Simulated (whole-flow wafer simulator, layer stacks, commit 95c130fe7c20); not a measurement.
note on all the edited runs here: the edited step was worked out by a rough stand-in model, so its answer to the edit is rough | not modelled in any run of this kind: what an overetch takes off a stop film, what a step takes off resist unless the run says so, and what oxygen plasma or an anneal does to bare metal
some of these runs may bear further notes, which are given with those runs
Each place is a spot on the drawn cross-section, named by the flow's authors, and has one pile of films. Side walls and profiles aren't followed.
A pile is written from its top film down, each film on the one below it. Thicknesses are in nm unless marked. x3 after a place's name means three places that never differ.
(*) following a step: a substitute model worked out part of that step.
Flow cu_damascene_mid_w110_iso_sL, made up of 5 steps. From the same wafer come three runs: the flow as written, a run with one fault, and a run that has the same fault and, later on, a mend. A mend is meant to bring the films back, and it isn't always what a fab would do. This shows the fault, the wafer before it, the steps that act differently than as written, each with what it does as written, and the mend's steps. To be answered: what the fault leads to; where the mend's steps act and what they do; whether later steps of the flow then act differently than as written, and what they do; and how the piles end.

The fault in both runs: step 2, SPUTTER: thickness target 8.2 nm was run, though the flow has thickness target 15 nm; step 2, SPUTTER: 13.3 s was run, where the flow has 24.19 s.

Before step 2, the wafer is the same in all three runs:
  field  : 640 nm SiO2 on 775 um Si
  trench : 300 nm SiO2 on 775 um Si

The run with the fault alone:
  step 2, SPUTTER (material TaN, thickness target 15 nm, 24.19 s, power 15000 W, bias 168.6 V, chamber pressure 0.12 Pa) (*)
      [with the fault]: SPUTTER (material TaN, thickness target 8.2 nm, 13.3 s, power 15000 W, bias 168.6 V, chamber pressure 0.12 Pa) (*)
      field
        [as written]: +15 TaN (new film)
        [with the fault]: +8.2 TaN (new film)
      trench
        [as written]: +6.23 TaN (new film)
        [with the fault]: +3.41 TaN (new film)
  Later steps of the flow acting differently than as written (2 other steps are not shown; they differ only slightly, by no more than 2% or 0.5 nm, whichever is larger):
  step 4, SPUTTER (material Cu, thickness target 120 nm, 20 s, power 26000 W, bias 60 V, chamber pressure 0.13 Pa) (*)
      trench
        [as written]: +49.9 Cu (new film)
        [with the fault]: +51.1 Cu (new film)
  By the end, the piles at field, trench depart from the flow's by more than 2% or 0.5 nm, whichever is larger.
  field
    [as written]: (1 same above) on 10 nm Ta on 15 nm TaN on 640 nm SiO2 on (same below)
    [with the fault]: (1 same above) on 10 nm Ta on 8.2 nm TaN on 640 nm SiO2 on (same below)
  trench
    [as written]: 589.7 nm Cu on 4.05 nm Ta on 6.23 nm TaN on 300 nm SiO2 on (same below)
    [with the fault]: 585.7 nm Cu on 4.13 nm Ta on 3.41 nm TaN on 300 nm SiO2 on (same below)

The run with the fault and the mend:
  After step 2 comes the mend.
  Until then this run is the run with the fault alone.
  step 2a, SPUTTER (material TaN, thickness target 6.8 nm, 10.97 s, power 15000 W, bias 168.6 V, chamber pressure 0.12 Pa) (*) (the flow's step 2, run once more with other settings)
      field
        +6.8 TaN
      trench
        +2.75 TaN
  Every later step of the flow that is run acts as written, at every place that is followed, to within 2% or 0.5 nm, whichever is larger.
  When the end is reached, the piles differ only a little from the flow's at the places that both follow, at most by 2% or 0.5 nm, whichever is larger.
